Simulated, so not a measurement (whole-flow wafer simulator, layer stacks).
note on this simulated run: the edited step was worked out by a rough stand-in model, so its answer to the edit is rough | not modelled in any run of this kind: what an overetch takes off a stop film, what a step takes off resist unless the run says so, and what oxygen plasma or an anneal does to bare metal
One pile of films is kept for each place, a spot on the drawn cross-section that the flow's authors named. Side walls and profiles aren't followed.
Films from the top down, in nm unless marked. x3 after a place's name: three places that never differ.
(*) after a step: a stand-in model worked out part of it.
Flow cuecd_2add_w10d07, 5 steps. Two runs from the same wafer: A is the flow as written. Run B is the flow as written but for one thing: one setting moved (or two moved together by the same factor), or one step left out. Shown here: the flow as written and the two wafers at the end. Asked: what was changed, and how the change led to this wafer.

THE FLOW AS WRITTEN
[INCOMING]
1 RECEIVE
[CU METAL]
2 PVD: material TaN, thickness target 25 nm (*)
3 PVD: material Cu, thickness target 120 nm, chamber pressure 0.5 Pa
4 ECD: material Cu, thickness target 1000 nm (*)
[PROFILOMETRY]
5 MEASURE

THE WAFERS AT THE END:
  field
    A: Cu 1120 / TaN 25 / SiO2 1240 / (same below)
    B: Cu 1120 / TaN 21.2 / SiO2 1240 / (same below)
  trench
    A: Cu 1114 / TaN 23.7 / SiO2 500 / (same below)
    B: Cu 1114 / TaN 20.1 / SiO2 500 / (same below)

The cause: step 2, PVD: thickness target 21.2 nm was run, where the flow has thickness target 25 nm.
It can be read off the wafer: field has TaN 21.2, and step 2 as written asks for 25 nm.

How the change led to this, step by step:
  2 PVD: material TaN, thickness target 25 nm (*)
      field: A TaN +25 (new film) | B TaN +21.2 (new film)
      trench: A TaN +23.7 (new film) | B TaN +20.1 (new film)
